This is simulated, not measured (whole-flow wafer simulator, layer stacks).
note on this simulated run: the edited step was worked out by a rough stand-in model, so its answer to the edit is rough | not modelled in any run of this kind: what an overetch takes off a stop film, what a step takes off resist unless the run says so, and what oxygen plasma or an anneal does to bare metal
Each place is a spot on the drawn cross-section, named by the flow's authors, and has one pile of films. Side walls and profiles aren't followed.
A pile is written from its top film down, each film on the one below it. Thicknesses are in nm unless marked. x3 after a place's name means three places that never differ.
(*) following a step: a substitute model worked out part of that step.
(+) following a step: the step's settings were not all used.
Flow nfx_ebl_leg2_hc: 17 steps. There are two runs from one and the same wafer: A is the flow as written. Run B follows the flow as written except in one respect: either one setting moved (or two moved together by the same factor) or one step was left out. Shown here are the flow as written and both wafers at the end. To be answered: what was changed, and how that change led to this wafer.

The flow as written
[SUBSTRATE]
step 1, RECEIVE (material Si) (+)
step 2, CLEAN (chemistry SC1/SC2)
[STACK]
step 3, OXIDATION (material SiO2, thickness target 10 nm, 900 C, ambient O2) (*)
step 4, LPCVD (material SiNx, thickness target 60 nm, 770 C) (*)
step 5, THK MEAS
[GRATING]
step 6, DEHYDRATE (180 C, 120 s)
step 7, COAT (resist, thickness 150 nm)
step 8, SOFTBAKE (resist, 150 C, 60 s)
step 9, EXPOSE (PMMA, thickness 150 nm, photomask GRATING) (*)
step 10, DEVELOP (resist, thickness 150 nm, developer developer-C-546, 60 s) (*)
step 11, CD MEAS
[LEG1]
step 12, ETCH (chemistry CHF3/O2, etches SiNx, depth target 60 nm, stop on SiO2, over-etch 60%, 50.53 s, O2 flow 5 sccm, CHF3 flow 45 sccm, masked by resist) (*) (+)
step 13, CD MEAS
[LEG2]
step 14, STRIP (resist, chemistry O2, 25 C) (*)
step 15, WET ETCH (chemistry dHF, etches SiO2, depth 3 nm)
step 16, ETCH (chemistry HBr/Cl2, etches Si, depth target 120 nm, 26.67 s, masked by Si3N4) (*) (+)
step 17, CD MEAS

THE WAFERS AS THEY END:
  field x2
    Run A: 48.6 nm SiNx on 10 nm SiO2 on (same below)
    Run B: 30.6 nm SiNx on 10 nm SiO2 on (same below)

The reason: step 4, LPCVD: thickness target 42 nm was run, though the flow has thickness target 60 nm.

The path from the change to this, step by step:
  step 4, LPCVD (material SiNx, thickness target 60 nm, 770 C) (*)
      field x2, pad x2: A SiNx gains 60 (new film) | B SiNx gains 42 (new film)
  step 12, ETCH (chemistry CHF3/O2, etches SiNx, depth target 60 nm, stop on SiO2, over-etch 60%, 50.53 s, O2 flow 5 sccm, CHF3 flow 45 sccm, masked by resist) (*) (+)
      pad x2: A SiNx loses 60 (all of it), SiO2 loses 10 (all of it) | B SiNx loses 42 (all of it), SiO2 loses 10 (all of it)
